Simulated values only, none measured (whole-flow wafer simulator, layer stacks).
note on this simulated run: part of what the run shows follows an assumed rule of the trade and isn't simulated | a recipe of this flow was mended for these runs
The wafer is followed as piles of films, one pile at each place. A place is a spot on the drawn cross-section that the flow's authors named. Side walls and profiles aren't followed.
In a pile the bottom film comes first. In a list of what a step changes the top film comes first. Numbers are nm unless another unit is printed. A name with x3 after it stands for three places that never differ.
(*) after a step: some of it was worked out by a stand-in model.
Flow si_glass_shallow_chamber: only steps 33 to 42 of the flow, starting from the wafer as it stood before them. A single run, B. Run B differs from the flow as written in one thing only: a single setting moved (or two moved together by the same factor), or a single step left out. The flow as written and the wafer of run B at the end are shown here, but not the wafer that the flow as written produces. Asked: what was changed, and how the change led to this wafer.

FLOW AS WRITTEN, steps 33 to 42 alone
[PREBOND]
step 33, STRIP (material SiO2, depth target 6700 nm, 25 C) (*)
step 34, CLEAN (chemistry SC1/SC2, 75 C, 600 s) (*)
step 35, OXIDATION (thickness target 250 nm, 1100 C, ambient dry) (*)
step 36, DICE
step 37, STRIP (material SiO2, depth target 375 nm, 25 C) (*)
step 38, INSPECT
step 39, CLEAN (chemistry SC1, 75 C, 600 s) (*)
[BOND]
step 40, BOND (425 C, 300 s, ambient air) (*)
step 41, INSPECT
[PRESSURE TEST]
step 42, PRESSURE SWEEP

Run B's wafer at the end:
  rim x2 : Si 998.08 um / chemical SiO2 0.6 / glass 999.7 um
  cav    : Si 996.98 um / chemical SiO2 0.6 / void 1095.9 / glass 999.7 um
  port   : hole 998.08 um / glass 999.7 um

The reason: step 35, OXIDATION: thickness target 212.5 nm was run, whereas the flow has thickness target 250 nm.

How this came from the change, step by step:
  step 35, OXIDATION (thickness target 250 nm, 1100 C, ambient dry) (*)
      rim x2, cav, septum, ring: SiO2 gains 212.5 (new film), chemical SiO2 loses 0.6 (all of it), Si loses 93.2 (it would be, as written: SiO2 gains 250 (new film), chemical SiO2 loses 0.6 (all of it), Si loses 109.7)
  step 37, STRIP (material SiO2, depth target 375 nm, 25 C) (*)
      rim x2, cav, septum, ring: SiO2 loses 212.5 (all of it) (it would be, as written: SiO2 loses 250 (all of it))
